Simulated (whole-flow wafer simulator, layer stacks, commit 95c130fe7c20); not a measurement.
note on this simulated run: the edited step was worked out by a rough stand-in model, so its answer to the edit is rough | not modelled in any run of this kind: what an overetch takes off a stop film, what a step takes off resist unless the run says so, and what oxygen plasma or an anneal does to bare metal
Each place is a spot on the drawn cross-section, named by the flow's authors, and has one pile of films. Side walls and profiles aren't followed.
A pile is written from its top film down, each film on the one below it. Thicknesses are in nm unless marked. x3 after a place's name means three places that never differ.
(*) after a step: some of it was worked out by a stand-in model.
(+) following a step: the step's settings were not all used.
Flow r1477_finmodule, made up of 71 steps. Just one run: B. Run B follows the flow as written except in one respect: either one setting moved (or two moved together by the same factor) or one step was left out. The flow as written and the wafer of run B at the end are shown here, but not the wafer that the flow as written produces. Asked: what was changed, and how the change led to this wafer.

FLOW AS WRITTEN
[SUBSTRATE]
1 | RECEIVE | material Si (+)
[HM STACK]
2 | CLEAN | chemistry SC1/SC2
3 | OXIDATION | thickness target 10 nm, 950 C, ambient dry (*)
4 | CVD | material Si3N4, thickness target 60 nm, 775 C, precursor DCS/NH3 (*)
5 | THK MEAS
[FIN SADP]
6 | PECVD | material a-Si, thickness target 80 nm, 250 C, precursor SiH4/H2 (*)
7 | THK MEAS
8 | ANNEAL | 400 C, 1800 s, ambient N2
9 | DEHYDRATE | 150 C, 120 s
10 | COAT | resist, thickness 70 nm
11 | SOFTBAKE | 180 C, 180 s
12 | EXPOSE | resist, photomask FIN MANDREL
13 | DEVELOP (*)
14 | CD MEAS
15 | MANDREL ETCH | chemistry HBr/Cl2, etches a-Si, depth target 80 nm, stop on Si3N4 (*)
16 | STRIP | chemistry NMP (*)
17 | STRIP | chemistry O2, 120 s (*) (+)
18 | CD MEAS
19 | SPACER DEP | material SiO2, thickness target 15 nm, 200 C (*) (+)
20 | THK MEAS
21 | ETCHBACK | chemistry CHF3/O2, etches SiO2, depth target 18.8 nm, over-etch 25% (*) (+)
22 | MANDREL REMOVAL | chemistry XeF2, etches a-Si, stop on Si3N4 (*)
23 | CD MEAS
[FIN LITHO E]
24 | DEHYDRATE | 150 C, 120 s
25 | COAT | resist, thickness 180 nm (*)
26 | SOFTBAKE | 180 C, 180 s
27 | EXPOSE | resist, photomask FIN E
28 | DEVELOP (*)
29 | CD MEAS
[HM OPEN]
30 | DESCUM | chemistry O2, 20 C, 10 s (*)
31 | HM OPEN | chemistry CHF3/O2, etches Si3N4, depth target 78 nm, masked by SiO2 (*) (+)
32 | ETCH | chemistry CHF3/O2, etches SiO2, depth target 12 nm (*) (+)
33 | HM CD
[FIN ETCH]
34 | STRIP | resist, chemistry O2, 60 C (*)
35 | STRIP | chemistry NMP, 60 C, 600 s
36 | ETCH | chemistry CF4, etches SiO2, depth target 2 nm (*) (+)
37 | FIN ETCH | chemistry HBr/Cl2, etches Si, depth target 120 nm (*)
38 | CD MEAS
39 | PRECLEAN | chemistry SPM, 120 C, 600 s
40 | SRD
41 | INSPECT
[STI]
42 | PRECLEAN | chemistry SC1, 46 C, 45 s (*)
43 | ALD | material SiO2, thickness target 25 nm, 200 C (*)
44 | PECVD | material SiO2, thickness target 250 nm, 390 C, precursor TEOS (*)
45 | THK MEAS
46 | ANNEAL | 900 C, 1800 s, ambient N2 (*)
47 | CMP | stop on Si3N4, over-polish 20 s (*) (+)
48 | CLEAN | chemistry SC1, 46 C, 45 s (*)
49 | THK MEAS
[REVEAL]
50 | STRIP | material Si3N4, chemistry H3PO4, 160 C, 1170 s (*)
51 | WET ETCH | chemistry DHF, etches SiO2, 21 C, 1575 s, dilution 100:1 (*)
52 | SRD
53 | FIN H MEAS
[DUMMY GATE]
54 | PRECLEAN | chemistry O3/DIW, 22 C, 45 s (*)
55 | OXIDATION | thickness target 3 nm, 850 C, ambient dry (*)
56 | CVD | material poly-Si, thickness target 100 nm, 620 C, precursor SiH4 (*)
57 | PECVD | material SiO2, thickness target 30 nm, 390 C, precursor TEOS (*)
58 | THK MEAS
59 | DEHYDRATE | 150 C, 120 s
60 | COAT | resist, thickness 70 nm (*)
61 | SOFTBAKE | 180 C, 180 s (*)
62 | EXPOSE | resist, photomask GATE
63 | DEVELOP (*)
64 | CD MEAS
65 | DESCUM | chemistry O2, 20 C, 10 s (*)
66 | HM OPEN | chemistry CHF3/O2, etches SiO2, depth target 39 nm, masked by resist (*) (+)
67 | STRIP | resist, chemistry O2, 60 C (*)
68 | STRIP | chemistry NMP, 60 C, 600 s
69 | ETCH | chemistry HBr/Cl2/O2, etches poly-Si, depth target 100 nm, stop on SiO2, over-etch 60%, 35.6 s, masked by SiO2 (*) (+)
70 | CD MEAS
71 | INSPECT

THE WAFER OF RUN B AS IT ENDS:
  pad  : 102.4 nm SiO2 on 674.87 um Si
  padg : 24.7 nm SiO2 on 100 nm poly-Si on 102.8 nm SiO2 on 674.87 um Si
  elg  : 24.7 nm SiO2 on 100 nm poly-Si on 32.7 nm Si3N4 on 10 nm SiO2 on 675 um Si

Cause: step 36, ETCH: depth target 1.156 nm was run, though the flow has depth target 2 nm.

Step by step, how the change led to this:
  36 | ETCH | chemistry CF4, etches SiO2, depth target 2 nm (*) (+)
      elg, e40lg, e100lg, e200lg, elo, e40lo, e100lo, e200lo: Si3N4 loses 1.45 (as written it would have been: Si3N4 loses 2.5)
      s40sg_line, s45sg_line, s50sg_line, s40so_line, s45so_line, s50so_line: SiO2 loses 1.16 (as written it would have been: SiO2 loses 2)
  51 | WET ETCH | chemistry DHF, etches SiO2, 21 C, 1575 s, dilution 100:1 (*)
      elg, e40lg, e100lg, e200lg, elo, e40lo, e100lo, e200lo: SiO2 loses 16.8 (all of it), Si3N4 loses 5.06 (as written it would have been: SiO2 loses 17.8 (all of it), Si3N4 loses 4.97)
